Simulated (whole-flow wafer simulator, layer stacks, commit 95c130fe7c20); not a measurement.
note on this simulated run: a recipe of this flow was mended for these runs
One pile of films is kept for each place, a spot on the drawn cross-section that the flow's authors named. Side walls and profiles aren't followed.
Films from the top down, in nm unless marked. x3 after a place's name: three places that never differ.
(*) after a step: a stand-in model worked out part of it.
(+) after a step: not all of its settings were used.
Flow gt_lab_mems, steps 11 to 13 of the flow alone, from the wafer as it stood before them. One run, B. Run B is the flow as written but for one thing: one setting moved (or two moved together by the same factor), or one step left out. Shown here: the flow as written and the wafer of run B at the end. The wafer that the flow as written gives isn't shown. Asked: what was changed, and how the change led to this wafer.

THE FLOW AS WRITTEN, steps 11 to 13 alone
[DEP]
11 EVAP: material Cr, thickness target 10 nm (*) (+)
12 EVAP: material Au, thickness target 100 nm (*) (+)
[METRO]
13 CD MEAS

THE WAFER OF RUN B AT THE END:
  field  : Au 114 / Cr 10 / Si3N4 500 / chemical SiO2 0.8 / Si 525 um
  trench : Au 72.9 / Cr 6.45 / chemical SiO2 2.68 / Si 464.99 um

The cause: step 12, EVAP: thickness target 114 nm was run, where the flow has thickness target 100 nm.
It can be read off the wafer: field has Au 114, and step 12 as written asks for 100 nm.

How the change led to this, step by step:
  12 EVAP: material Au, thickness target 100 nm (*) (+)
      field: Au +114 (new film) (as written it would be: Au +100 (new film))
      trench: Au +72.9 (new film) (as written it would be: Au +64.1 (new film))
